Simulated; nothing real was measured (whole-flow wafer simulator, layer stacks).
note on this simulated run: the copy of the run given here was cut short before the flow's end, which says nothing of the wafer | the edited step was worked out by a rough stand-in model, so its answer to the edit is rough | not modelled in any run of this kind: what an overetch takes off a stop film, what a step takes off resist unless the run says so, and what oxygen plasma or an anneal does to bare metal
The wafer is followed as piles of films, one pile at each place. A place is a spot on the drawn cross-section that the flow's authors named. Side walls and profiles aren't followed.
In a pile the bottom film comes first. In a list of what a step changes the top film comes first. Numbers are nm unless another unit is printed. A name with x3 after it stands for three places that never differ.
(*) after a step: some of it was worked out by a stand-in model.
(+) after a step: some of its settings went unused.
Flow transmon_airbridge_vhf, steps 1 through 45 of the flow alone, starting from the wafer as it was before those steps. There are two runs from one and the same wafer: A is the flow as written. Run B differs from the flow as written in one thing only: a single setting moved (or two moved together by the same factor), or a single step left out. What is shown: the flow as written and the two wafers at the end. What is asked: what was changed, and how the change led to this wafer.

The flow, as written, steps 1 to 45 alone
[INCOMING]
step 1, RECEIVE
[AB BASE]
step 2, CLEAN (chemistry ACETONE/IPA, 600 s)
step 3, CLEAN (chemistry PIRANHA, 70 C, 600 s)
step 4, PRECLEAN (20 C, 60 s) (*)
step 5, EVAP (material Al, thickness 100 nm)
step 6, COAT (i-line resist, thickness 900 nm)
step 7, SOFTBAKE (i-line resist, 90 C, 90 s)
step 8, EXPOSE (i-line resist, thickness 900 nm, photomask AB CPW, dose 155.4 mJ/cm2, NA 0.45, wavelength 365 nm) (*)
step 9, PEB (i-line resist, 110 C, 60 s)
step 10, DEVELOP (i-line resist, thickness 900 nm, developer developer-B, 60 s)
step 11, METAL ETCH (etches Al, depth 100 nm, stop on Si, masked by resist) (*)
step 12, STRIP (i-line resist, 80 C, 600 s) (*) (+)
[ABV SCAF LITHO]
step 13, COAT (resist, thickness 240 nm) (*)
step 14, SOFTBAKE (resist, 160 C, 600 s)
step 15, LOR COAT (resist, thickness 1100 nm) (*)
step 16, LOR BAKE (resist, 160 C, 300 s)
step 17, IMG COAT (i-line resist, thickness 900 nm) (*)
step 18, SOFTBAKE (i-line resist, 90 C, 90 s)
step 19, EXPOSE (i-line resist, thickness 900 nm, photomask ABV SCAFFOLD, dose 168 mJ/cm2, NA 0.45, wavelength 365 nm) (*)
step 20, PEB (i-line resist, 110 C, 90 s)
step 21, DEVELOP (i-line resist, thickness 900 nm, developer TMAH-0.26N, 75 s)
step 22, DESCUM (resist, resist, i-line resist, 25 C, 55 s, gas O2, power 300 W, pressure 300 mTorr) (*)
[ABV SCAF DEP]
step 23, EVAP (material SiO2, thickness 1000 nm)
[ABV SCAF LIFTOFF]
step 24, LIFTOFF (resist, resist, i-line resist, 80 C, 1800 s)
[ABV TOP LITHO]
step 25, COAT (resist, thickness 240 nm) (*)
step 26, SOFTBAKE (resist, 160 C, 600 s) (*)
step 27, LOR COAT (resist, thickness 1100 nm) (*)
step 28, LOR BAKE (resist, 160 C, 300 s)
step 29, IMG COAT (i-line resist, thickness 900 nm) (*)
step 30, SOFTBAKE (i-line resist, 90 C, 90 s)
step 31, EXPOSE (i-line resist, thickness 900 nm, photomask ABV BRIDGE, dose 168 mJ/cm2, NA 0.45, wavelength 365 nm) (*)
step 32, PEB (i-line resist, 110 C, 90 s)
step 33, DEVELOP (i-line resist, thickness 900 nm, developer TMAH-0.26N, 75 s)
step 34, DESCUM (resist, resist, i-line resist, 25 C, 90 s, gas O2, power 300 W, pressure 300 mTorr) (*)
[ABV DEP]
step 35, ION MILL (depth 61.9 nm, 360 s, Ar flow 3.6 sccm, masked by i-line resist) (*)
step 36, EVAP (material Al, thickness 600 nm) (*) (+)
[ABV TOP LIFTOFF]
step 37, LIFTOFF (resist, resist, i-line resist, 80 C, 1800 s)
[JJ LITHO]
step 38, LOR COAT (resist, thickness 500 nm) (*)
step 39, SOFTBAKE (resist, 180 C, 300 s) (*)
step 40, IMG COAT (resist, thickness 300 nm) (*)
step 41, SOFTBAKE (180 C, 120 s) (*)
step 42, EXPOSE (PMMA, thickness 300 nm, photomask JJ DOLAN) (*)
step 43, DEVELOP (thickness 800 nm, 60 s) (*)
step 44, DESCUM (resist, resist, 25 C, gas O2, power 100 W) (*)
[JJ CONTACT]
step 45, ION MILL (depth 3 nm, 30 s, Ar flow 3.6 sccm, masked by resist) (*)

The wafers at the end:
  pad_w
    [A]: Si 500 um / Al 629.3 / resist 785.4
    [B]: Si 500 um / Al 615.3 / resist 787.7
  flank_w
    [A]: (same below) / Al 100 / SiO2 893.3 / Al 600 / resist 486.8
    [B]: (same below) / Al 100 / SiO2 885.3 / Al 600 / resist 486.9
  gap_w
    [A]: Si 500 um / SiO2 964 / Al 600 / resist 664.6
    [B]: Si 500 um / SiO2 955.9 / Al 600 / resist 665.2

What caused this: step 35, ION MILL: depth 75.8 nm was run, while the flow as written has depth 61.9 nm; step 35, ION MILL: 441 s was run, where the flow has 360 s.

How this came from the change, step by step:
  step 35, ION MILL (depth 61.9 nm, 360 s, Ar flow 3.6 sccm, masked by i-line resist) (*)
      field x3, jj_line, ground_far, trace_open_s x2, margin_s, margin_n: A -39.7 i-line resist | B -48.7 i-line resist
      flank_w, gap_w, cpw_trace, gap_e, flank_e, bridge_strip: A -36 SiO2 | B -44.1 SiO2
      (and at 2 other places as well)
  step 37, LIFTOFF (resist, resist, i-line resist, 80 C, 1800 s)
      margin_s, margin_n: A -600 Al (all of it), -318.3 i-line resist (all of it), -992 resist (all of it) | B -600 Al (all of it), -309.3 i-line resist (all of it), -992 resist (all of it)
